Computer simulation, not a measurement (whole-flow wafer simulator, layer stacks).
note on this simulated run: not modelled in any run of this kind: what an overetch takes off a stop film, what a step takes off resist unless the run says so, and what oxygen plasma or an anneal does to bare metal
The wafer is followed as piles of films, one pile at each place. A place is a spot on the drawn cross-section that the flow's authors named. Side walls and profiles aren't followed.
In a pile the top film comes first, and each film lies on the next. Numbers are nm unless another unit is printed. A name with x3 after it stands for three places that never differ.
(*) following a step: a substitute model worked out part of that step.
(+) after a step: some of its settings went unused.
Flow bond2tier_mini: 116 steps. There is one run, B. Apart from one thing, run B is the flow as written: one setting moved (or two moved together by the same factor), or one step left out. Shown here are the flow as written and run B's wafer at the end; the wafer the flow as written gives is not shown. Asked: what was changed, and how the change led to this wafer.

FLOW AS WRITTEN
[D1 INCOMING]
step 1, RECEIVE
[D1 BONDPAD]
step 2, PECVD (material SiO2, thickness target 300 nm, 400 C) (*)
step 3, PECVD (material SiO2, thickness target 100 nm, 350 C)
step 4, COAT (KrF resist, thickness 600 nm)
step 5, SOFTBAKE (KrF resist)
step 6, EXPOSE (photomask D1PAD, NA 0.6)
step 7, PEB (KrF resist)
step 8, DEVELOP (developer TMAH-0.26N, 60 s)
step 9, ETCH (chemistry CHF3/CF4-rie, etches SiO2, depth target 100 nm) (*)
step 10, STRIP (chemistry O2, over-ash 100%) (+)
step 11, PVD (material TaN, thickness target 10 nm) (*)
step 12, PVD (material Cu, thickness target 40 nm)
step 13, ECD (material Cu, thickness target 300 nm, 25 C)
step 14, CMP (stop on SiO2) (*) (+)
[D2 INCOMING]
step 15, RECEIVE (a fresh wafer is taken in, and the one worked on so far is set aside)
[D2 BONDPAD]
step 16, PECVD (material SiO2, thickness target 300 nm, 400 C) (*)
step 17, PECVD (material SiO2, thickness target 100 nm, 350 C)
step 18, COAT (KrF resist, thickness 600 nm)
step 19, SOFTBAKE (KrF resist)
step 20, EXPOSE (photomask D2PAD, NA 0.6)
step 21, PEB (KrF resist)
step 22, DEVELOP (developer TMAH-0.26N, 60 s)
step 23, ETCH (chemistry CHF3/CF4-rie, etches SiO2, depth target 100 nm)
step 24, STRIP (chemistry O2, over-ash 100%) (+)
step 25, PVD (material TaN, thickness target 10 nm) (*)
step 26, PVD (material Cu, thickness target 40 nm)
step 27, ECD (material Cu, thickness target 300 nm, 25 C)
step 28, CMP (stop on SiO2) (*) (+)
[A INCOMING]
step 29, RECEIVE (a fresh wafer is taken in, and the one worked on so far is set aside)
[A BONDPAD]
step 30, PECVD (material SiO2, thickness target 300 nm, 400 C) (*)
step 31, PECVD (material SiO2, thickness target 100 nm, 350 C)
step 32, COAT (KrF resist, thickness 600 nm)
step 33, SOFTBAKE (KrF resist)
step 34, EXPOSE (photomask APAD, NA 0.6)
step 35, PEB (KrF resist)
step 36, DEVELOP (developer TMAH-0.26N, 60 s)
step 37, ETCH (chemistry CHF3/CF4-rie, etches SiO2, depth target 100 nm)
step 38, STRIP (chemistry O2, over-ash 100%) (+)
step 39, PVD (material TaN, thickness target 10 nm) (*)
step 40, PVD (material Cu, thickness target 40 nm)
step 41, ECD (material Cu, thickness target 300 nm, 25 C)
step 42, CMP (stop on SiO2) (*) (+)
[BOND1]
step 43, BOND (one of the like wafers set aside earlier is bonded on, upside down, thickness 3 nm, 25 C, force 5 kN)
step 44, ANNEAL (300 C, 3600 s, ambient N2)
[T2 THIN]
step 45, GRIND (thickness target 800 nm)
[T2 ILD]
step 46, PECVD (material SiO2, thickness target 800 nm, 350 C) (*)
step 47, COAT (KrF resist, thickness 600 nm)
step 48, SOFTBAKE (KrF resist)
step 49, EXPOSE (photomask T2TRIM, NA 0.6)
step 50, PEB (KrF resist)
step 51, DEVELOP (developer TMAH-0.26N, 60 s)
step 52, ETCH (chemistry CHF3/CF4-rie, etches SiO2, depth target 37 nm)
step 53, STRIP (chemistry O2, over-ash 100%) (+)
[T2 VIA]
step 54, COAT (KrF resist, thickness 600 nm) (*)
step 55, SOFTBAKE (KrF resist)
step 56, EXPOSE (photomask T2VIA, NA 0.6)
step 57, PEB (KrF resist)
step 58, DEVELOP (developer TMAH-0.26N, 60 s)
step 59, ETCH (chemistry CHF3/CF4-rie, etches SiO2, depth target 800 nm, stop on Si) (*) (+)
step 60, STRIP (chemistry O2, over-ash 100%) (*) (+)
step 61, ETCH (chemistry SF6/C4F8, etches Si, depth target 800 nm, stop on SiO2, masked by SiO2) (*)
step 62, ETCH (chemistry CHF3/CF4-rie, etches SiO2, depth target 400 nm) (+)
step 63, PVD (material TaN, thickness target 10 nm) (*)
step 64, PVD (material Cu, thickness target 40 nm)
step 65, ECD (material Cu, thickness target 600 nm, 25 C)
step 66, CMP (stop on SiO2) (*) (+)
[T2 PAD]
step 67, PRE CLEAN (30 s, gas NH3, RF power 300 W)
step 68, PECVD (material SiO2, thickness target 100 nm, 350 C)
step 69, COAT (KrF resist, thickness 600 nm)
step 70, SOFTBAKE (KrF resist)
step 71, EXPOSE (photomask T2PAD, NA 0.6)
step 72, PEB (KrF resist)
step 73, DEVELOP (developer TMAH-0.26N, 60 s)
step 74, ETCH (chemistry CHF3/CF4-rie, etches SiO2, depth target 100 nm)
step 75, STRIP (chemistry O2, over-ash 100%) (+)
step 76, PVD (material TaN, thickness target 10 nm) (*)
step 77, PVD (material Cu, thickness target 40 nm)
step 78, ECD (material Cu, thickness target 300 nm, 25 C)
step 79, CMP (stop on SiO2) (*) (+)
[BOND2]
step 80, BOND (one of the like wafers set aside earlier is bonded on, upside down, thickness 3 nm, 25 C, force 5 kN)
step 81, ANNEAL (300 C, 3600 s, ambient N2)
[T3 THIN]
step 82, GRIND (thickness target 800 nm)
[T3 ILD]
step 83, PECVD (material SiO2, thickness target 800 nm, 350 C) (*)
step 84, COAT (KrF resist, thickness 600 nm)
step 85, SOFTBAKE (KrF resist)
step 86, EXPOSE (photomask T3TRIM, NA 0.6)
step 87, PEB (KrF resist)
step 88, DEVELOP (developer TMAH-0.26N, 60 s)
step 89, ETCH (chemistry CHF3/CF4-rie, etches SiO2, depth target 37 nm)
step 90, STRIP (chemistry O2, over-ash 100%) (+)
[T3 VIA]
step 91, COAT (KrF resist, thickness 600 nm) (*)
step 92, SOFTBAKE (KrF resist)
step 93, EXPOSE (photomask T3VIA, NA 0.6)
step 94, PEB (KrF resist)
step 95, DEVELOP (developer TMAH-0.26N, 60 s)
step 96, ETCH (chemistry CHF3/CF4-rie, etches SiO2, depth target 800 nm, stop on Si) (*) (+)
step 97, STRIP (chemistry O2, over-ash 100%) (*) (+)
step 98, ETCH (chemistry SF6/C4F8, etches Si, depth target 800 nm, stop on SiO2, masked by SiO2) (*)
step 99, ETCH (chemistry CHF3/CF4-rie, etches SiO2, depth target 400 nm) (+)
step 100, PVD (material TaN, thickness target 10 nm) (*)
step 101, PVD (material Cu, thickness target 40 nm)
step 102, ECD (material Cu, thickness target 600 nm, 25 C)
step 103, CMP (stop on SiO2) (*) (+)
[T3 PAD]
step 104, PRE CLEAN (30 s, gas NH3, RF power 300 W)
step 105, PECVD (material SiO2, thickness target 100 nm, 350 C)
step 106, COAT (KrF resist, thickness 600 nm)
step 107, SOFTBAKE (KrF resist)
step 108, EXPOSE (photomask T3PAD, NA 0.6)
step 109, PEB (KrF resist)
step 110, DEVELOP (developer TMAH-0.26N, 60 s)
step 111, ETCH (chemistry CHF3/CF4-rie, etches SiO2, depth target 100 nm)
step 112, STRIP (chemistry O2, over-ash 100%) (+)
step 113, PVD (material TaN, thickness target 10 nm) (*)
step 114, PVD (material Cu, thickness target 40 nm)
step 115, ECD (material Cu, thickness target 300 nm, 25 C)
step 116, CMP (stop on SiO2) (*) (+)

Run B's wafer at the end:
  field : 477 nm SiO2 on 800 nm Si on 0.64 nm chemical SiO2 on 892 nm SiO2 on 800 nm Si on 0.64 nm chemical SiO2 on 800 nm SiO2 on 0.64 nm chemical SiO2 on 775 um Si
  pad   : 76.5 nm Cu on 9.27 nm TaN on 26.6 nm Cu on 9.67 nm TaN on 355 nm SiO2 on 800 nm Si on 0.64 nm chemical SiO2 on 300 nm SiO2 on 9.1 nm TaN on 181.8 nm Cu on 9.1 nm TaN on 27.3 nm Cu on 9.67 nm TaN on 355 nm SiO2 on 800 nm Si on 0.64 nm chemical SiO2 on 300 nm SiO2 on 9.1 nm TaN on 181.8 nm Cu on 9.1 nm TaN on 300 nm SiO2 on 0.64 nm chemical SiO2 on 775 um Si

The reason: step 105, PECVD: thickness target 85 nm was run, while the flow as written has thickness target 100 nm.

The path from the change to this, step by step:
  step 105, PECVD (material SiO2, thickness target 100 nm, 350 C)
      field: SiO2 gains 85 (in the flow as written it would be: SiO2 gains 100)
      pad: SiO2 gains 85 (new film) (in the flow as written it would be: SiO2 gains 100 (new film))
  step 111, ETCH (chemistry CHF3/CF4-rie, etches SiO2, depth target 100 nm)
      pad: SiO2 loses 85 (all of it), Cu loses 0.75 (in the flow as written it would be: SiO2 loses 100 (all of it))
  step 115, ECD (material Cu, thickness target 300 nm, 25 C)
      pad: Cu gains 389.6 (in the flow as written it would be: Cu gains 404.5)
